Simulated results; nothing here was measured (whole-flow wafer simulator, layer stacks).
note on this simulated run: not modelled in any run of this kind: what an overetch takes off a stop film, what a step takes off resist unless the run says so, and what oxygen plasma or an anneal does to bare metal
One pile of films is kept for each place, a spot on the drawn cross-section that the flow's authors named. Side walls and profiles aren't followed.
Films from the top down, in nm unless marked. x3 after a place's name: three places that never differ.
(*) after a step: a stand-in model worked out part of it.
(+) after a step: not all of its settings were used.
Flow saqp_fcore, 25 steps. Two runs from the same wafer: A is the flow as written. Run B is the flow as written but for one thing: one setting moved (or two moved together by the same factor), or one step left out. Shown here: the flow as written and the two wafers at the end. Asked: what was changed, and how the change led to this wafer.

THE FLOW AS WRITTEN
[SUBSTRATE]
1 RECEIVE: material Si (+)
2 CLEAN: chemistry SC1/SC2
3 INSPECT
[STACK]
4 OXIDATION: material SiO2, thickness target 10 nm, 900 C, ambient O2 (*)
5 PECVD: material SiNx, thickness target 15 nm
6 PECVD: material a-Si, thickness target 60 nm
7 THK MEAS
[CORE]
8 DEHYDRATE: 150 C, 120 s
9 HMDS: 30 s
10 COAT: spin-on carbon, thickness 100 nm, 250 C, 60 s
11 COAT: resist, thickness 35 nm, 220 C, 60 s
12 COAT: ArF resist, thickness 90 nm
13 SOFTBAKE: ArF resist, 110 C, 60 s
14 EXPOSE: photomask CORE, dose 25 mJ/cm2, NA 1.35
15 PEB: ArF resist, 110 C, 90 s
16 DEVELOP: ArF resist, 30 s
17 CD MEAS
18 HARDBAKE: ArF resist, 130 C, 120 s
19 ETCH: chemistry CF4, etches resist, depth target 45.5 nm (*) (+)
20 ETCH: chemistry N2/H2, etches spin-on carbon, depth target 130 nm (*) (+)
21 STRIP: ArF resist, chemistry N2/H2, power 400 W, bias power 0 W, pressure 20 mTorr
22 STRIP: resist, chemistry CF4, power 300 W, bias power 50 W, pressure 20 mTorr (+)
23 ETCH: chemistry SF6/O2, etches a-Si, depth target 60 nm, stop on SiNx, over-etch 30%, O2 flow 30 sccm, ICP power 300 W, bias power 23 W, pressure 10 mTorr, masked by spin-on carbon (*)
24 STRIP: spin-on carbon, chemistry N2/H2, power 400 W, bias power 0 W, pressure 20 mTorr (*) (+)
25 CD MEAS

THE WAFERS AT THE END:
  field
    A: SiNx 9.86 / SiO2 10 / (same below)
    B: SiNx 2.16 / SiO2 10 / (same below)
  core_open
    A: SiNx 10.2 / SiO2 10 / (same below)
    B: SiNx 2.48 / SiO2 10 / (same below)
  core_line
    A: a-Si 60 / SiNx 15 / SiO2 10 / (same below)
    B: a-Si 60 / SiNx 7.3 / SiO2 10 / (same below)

The cause: step 5, PECVD: thickness target 7.3 nm was run, where the flow has thickness target 15 nm.
It can be read off the wafer: core_line has SiNx 7.3, and step 5 as written asks for 15 nm.

How the change led to this, step by step:
  5 PECVD: material SiNx, thickness target 15 nm
      field, core_open, core_line: A SiNx +15 (new film) | B SiNx +7.3 (new film)
